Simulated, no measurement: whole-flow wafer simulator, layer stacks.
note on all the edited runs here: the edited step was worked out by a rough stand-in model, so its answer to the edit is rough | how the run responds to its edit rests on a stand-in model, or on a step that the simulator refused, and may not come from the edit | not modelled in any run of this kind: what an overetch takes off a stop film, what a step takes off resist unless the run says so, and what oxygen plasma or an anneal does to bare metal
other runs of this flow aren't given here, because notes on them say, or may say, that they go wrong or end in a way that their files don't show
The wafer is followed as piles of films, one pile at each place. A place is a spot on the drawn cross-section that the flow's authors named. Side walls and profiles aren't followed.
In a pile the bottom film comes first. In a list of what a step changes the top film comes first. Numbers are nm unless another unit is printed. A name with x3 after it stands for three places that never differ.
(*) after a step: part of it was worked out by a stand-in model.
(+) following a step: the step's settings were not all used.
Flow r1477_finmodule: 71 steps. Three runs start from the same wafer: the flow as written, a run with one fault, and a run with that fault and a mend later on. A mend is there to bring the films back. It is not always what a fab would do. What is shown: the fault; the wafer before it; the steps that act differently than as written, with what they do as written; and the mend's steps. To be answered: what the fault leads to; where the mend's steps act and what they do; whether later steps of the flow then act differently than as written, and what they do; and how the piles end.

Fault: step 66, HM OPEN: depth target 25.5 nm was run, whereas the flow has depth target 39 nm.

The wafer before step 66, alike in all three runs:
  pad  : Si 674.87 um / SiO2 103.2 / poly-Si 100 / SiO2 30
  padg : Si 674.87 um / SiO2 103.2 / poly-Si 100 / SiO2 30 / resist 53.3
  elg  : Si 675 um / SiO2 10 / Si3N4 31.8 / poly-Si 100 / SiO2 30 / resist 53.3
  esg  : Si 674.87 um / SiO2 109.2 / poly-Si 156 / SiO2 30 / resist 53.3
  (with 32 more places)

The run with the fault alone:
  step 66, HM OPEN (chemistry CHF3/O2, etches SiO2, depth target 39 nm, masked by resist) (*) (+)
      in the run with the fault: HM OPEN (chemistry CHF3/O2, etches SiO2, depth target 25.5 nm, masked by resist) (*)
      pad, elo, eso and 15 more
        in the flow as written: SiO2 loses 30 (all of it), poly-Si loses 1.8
        in the run with the fault: SiO2 loses 25.5
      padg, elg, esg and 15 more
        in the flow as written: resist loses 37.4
        in the run with the fault: resist loses 24.4
  Steps later in the flow that act otherwise than as written:
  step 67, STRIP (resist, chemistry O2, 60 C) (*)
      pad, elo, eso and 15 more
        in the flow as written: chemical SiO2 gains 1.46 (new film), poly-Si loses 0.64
        in the run with the fault: nothing
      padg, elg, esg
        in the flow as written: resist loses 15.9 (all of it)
        in the run with the fault: resist loses 28.8 (all of it)
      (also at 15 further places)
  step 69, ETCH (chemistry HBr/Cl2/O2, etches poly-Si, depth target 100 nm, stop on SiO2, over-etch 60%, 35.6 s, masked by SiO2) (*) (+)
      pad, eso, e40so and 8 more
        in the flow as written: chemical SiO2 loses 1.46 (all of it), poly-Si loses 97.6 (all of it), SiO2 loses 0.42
        in the run with the fault: SiO2 loses 4.5 (all of it), poly-Si loses 70
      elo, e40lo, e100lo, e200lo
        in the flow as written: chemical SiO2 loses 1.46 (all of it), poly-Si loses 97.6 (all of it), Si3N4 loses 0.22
        in the run with the fault: SiO2 loses 4.5 (all of it), poly-Si loses 70
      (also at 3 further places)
  By the end, the piles at pad, elo, eso and 15 more depart from the flow's by more than 2% or 0.5 nm, whichever is larger.
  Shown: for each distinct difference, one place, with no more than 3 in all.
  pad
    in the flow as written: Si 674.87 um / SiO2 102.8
    in the run with the fault: Si 674.87 um / SiO2 103.2 / poly-Si 30
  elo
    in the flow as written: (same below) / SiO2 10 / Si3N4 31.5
    in the run with the fault: (same below) / SiO2 10 / Si3N4 31.8 / poly-Si 30
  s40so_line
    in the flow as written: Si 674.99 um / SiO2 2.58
    in the run with the fault: Si 674.99 um / SiO2 3 / poly-Si 30

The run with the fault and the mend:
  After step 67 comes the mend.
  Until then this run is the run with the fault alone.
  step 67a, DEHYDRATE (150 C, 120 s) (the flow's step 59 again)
      leaves every film unchanged at each place that is followed
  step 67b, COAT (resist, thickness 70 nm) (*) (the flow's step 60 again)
      e40lg, e100lg, e200lg, e40lo, e100lo, e200lo
        resist gains 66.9 (new film)
      s40sg, s45sg, s40so, s45so
        resist gains 91 (new film)
      s40sg_line, s45sg_line, s40so_line, s45so_line
        resist gains 68.5 (new film)
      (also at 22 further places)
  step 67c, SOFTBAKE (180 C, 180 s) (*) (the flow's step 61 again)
      leaves every film unchanged at each place that is followed
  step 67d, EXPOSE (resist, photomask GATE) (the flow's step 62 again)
      leaves every film unchanged at each place that is followed
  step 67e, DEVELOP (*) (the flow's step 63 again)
      e40lo, e100lo, e200lo
        resist loses 66.9 (all of it)
      s40so, s45so
        resist loses 91 (all of it)
      s40so_line, s45so_line
        resist loses 68.5 (all of it)
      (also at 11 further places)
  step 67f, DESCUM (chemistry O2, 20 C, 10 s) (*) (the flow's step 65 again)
      padg, elg, esg and 15 more
        resist loses 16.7
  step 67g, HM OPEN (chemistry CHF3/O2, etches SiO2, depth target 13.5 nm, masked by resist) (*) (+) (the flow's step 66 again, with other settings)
      pad, elo, eso and 15 more
        SiO2 loses 4.5 (all of it), poly-Si loses 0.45
      padg, elg, esg and 15 more
        resist loses 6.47
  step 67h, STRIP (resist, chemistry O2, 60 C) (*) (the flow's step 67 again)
      pad, elo, eso and 15 more
        chemical SiO2 gains 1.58 (new film), poly-Si loses 0.7
      e40lg, e100lg, e200lg
        resist loses 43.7 (all of it)
      elg, esg
        resist loses 46.8 (all of it)
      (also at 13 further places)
  Every later step of the flow that is run acts as written, at every place that is followed, to within 2% or 0.5 nm, whichever is larger.
  The piles end only slightly different from the flow's at the places that both follow, by no more than 2% or 0.5 nm, whichever is larger.
